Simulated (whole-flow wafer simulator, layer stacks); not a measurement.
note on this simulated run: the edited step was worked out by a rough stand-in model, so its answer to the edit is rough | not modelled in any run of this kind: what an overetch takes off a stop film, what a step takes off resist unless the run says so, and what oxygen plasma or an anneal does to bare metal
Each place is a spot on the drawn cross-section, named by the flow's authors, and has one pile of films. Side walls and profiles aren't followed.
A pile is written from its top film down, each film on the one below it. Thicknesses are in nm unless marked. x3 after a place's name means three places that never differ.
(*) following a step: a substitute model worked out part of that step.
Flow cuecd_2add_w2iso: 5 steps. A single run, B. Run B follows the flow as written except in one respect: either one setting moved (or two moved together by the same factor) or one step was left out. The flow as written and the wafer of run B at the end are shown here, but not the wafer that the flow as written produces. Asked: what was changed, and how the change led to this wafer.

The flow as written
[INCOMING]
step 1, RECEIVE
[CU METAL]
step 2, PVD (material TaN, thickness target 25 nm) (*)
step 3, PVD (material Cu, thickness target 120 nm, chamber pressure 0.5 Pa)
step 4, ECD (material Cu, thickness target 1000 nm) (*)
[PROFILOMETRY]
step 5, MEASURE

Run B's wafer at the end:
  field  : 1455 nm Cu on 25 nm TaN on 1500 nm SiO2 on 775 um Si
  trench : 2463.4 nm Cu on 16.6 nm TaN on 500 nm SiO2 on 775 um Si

The reason: step 4, ECD: thickness target 1335 nm was run, whereas the flow has thickness target 1000 nm.

Step by step, how the change led to this:
  step 4, ECD (material Cu, thickness target 1000 nm) (*)
      field: Cu gains 1335 (as written it would have been: Cu gains 1000)
      trench: Cu gains 2382.6 (as written it would have been: Cu gains 2047.6)
